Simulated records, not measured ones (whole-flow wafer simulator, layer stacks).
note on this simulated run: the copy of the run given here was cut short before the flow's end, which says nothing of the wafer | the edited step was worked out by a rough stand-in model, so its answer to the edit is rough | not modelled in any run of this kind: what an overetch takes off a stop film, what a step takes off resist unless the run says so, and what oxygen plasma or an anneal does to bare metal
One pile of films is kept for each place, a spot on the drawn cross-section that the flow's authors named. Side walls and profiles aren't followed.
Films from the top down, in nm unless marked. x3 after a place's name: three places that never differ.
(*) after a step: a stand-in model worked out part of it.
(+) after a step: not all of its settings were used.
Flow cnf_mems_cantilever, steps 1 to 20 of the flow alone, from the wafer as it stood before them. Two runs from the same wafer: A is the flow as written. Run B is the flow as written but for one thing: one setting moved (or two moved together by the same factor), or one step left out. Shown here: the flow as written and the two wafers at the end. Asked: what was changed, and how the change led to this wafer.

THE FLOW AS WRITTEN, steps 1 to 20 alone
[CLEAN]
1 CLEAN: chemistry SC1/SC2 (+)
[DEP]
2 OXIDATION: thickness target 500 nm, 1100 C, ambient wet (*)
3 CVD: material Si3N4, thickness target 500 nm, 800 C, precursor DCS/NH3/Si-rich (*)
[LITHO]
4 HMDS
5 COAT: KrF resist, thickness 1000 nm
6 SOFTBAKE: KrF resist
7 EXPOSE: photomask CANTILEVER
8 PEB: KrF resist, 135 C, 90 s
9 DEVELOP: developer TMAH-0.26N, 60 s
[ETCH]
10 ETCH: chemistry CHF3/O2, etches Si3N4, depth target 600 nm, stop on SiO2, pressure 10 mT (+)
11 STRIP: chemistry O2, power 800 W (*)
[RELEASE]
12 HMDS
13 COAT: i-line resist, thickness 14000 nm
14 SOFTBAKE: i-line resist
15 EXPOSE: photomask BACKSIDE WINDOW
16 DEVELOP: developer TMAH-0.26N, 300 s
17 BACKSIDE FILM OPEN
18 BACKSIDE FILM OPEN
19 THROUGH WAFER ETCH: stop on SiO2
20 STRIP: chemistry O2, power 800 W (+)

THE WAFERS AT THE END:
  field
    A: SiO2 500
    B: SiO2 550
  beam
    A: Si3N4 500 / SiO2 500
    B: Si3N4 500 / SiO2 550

The cause: step 2, OXIDATION: thickness target 550 nm was run, where the flow has thickness target 500 nm.
It can be read off the wafer: field has SiO2 550, and step 2 as written asks for 500 nm.

How the change led to this, step by step:
  2 OXIDATION: thickness target 500 nm, 1100 C, ambient wet (*)
      field, beam: A SiO2 +500 (new film), chemical SiO2 -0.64 (all of it), Si -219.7 | B SiO2 +550 (new film), chemical SiO2 -0.64 (all of it), Si -241.7
  19 THROUGH WAFER ETCH: stop on SiO2
      field: A under 1 film: Si -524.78 um (all of it) | B under 1 film: Si -524.76 um (all of it)
      beam: A under 2 films: Si -524.78 um (all of it) | B under 2 films: Si -524.76 um (all of it)
